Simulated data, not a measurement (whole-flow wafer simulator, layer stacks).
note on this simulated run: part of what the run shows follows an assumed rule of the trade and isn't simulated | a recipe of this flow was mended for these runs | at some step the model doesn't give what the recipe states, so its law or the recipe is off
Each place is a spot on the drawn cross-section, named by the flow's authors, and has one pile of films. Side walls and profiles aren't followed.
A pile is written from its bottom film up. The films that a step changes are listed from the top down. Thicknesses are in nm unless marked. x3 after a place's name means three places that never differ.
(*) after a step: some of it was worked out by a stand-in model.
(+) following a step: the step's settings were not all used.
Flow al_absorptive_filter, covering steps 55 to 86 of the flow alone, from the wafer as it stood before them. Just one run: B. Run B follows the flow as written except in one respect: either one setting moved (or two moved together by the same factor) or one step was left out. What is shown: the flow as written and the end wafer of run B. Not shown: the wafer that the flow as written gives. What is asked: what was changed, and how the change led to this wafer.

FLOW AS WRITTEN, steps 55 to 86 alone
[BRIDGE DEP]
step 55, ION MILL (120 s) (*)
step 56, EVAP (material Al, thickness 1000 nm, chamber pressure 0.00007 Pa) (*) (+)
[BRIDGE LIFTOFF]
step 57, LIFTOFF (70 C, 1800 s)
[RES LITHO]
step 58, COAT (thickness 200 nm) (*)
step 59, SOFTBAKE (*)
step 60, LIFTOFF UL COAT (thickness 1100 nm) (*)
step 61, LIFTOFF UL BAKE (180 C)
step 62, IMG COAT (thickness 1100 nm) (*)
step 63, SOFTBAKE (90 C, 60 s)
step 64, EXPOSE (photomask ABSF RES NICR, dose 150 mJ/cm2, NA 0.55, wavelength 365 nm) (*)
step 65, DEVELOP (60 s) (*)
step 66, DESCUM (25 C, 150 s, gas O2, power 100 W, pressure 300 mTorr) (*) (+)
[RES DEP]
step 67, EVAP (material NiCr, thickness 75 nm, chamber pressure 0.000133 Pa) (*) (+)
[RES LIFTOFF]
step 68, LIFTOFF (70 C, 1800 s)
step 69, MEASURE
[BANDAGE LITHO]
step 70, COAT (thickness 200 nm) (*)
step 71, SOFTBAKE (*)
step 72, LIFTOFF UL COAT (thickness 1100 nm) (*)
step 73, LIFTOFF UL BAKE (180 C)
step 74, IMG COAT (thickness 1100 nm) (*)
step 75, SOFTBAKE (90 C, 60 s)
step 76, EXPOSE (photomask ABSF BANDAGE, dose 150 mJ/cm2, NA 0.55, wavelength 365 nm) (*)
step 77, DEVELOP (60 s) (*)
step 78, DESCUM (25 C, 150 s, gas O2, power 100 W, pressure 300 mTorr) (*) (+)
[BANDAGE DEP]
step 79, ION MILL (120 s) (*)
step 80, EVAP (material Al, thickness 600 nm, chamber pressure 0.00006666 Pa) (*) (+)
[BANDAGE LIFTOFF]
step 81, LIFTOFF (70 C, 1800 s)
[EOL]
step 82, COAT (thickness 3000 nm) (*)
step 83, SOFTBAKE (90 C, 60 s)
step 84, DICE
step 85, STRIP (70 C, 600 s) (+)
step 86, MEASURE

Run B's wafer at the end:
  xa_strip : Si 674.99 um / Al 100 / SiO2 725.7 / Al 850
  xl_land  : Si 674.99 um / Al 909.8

The reason: step 56, EVAP: thickness 850 nm was run, though the flow has thickness 1000 nm.
One can read it off the wafer: xa_strip has Al 850, and step 56 as written asks for 1000 nm.

Step by step, how the change led to this:
  step 56, EVAP (material Al, thickness 1000 nm, chamber pressure 0.00007 Pa) (*) (+)
      gnd, pad_far, pad_near and 10 more: +850 Al (new film) (as written it would have been: +1000 Al (new film))
      xl_land: +850 Al (as written it would have been: +1000 Al)
  step 57, LIFTOFF (70 C, 1800 s)
      gnd, xa_field, idc_field: -850 Al (all of it), -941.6 i-line-resist (all of it), -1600 lift-off-underlayer (all of it), -200 acrylic-e-beam-resist (all of it) (as written it would have been: -1000 Al (all of it), -941.6 i-line-resist (all of it), -1600 lift-off-underlayer (all of it), -200 acrylic-e-beam-resist (all of it))
      pad_far: -850 Al (all of it), -940.5 i-line-resist (all of it), -1591.1 lift-off-underlayer (all of it), -198.5 acrylic-e-beam-resist (all of it) (as written it would have been: -1000 Al (all of it), -940.5 i-line-resist (all of it), -1591.1 lift-off-underlayer (all of it), -198.5 acrylic-e-beam-resist (all of it))
      (also at 6 further places)
  step 58, COAT (thickness 200 nm) (*)
      xa_margin: +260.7 acrylic-e-beam-resist (new film) (as written it would have been: +288.1 acrylic-e-beam-resist (new film))
      xa_strip: +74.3 acrylic-e-beam-resist (new film) (as written it would have been: +66.9 acrylic-e-beam-resist (new film))
      (also at 1 further place)
  step 60, LIFTOFF UL COAT (thickness 1100 nm) (*)
      xa_margin: +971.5 lift-off-underlayer (new film) (as written it would have been: +1021 lift-off-underlayer (new film))
      xa_strip: +498.6 lift-off-underlayer (new film) (as written it would have been: +459.8 lift-off-underlayer (new film))
  step 62, IMG COAT (thickness 1100 nm) (*)
      xa_margin: +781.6 i-line-resist (new film) (as written it would have been: +741.1 i-line-resist (new film))
      xa_strip: +637.3 i-line-resist (new film) (as written it would have been: +577.9 i-line-resist (new film))
  step 68, LIFTOFF (70 C, 1800 s)
      xa_margin: -75 NiCr (all of it), -638.9 i-line-resist (all of it), -971.5 lift-off-underlayer (all of it), -260.7 acrylic-e-beam-resist (all of it) (as written it would have been: -75 NiCr (all of it), -598.1 i-line-resist (all of it), -1021 lift-off-underlayer (all of it), -288.1 acrylic-e-beam-resist (all of it))
      xa_strip: -75 NiCr (all of it), -492.7 i-line-resist (all of it), -498.6 lift-off-underlayer (all of it), -74.3 acrylic-e-beam-resist (all of it) (as written it would have been: -75 NiCr (all of it), -433.3 i-line-resist (all of it), -459.8 lift-off-underlayer (all of it), -66.9 acrylic-e-beam-resist (all of it))
      (also at 1 further place)
  step 70, COAT (thickness 200 nm) (*)
      xa_margin: +260.7 acrylic-e-beam-resist (new film) (as written it would have been: +288.1 acrylic-e-beam-resist (new film))
      xa_strip: +74.3 acrylic-e-beam-resist (new film) (as written it would have been: +66.9 acrylic-e-beam-resist (new film))
  step 72, LIFTOFF UL COAT (thickness 1100 nm) (*)
      xa_margin: +971.5 lift-off-underlayer (new film) (as written it would have been: +1021 lift-off-underlayer (new film))
      xa_strip: +498.6 lift-off-underlayer (new film) (as written it would have been: +459.8 lift-off-underlayer (new film))
  step 74, IMG COAT (thickness 1100 nm) (*)
      xa_margin: +781.6 i-line-resist (new film) (as written it would have been: +741.1 i-line-resist (new film))
      xa_strip: +637.3 i-line-resist (new film) (as written it would have been: +577.9 i-line-resist (new film))
  step 81, LIFTOFF (70 C, 1800 s)
      xa_margin: -600 Al (all of it), -645.2 i-line-resist (all of it), -971.5 lift-off-underlayer (all of it), -260.7 acrylic-e-beam-resist (all of it) (as written it would have been: -600 Al (all of it), -604.4 i-line-resist (all of it), -1021 lift-off-underlayer (all of it), -288.1 acrylic-e-beam-resist (all of it))
      xa_strip: -600 Al (all of it), -499 i-line-resist (all of it), -498.6 lift-off-underlayer (all of it), -74.3 acrylic-e-beam-resist (all of it) (as written it would have been: -600 Al (all of it), -439.6 i-line-resist (all of it), -459.8 lift-off-underlayer (all of it), -66.9 acrylic-e-beam-resist (all of it))
  step 82, COAT (thickness 3000 nm) (*)
      xa_strip: +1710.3 i-line-resist (new film) (as written it would have been: +1594.3 i-line-resist (new film))
  step 83, SOFTBAKE (90 C, 60 s)
      xa_margin: -85.3 i-line-resist (as written it would have been: -94.2 i-line-resist)
      xa_strip: -106.1 i-line-resist (as written it would have been: -117.3 i-line-resist)
  step 85, STRIP (70 C, 600 s) (+)
      xa_strip: -1604.3 i-line-resist (all of it) (as written it would have been: -1477 i-line-resist (all of it))
